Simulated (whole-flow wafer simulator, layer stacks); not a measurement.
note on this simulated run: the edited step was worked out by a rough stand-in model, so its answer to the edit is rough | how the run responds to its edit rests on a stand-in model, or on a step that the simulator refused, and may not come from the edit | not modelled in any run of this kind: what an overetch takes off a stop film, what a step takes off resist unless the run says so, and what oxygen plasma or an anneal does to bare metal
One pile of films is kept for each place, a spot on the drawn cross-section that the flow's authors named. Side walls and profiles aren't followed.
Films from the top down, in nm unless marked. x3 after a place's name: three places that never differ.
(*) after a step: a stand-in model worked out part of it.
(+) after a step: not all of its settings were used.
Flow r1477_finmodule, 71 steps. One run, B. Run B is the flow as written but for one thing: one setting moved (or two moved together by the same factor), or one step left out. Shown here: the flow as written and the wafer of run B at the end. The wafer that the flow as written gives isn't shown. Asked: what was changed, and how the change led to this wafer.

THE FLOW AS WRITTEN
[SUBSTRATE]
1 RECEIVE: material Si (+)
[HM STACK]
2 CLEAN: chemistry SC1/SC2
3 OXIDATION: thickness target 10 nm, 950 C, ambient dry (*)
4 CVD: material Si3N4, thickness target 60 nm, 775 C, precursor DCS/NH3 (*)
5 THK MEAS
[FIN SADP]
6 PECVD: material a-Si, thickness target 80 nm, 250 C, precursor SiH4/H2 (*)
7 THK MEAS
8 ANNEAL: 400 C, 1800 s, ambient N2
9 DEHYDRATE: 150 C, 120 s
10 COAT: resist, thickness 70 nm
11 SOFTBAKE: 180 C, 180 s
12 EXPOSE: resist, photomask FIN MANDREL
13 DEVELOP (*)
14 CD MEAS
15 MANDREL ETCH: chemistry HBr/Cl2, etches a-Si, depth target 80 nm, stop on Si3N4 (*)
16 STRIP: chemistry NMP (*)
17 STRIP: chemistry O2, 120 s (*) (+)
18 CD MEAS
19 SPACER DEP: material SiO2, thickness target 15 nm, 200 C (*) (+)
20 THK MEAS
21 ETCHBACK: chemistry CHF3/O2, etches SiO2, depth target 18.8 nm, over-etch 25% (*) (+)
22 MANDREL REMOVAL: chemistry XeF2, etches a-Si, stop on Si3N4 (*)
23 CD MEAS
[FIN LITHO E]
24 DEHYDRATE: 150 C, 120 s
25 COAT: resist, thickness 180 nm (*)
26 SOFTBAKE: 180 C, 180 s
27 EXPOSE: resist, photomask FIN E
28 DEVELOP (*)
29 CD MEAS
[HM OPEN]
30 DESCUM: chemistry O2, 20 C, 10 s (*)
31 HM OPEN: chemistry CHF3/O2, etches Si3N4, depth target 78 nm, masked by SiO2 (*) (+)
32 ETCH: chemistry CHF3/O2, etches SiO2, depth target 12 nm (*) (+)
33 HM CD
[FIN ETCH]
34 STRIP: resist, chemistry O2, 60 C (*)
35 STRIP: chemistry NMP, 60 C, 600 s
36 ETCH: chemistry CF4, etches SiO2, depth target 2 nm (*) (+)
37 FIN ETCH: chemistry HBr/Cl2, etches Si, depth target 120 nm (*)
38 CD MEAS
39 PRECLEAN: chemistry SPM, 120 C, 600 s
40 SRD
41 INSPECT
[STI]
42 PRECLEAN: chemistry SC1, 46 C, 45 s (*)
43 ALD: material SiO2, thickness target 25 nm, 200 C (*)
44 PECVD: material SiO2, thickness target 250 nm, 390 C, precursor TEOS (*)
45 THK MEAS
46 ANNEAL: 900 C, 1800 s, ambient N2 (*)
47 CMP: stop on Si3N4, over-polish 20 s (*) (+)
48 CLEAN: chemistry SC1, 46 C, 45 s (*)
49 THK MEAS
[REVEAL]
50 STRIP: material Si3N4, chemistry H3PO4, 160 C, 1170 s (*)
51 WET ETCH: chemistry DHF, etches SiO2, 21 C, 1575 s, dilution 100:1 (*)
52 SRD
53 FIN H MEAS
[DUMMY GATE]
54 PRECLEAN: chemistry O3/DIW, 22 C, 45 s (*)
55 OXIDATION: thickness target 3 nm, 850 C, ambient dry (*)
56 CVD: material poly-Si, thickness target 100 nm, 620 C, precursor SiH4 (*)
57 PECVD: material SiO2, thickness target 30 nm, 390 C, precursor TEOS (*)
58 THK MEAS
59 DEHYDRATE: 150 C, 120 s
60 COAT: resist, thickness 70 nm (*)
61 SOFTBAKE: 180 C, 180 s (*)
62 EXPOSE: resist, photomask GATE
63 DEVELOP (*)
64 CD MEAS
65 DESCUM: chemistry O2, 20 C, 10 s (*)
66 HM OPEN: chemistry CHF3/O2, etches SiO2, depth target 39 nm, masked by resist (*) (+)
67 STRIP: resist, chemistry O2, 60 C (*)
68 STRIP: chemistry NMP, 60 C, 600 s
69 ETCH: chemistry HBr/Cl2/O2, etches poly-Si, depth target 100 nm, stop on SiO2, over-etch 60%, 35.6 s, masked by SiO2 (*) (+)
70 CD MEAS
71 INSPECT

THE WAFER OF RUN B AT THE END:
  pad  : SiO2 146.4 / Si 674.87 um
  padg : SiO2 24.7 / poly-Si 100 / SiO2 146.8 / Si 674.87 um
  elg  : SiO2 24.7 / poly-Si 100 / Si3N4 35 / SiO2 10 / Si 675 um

The cause: step 51, WET ETCH: 772 s was run, where the flow has 1575 s.

How the change led to this, step by step:
  51 WET ETCH: chemistry DHF, etches SiO2, 21 C, 1575 s, dilution 100:1 (*)
      pad, padg, e40sg and 12 more: SiO2 -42 (as written it would be: SiO2 -85.7)
      elg, e40lg, e100lg, e200lg, elo, e40lo, e100lo, e200lo: SiO2 -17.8 (all of it), Si3N4 -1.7 (as written it would be: SiO2 -17.8 (all of it), Si3N4 -4.97)
      (and at 7 more places)
  56 CVD: material poly-Si, thickness target 100 nm, 620 C, precursor SiH4 (*)
      s40sg_line, s45sg_line, s50sg_line, s40so_line, s45so_line, s50so_line: poly-Si +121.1 (new film) (as written it would be: poly-Si +100 (new film))
      s40cg, s40co: poly-Si +100 (new film) (as written it would be: poly-Si +113.9 (new film))
      (and at 5 more places)
  60 COAT: resist, thickness 70 nm (*)
      e40lg, e100lg, elo, e40lo, e100lo: resist +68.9 (new film) (as written it would be: resist +66.9 (new film))
      e40sg, eso, e40so: resist +91.1 (new film) (as written it would be: resist +129.5 (new film))
      (and at 22 more places)
  63 DEVELOP (*)
      elo, e40lo, e100lo: resist -68.9 (all of it) (as written it would be: resist -66.9 (all of it))
      eso, e40so: resist -91.1 (all of it) (as written it would be: resist -129.5 (all of it))
      (and at 11 more places)
  67 STRIP: resist, chemistry O2, 60 C (*)
      e40lg, e100lg: resist -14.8 (all of it) (as written it would be: resist -12.8 (all of it))
      e40sg: resist -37 (all of it) (as written it would be: resist -75.4 (all of it))
      (and at 12 more places)
  69 ETCH: chemistry HBr/Cl2/O2, etches poly-Si, depth target 100 nm, stop on SiO2, over-etch 60%, 35.6 s, masked by SiO2 (*) (+)
      s40so_line, s45so_line, s50so_line: chemical SiO2 -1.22 (all of it), poly-Si -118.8 (all of it), SiO2 -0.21 (as written it would be: chemical SiO2 -1.46 (all of it), poly-Si -97.6 (all of it), SiO2 -0.42)
      s40co: chemical SiO2 -1.22 (all of it), poly-Si -97.7 (all of it), SiO2 -0.42 (as written it would be: chemical SiO2 -1.46 (all of it), poly-Si -111.5 (all of it), SiO2 -0.24)
      (and at 2 more places)
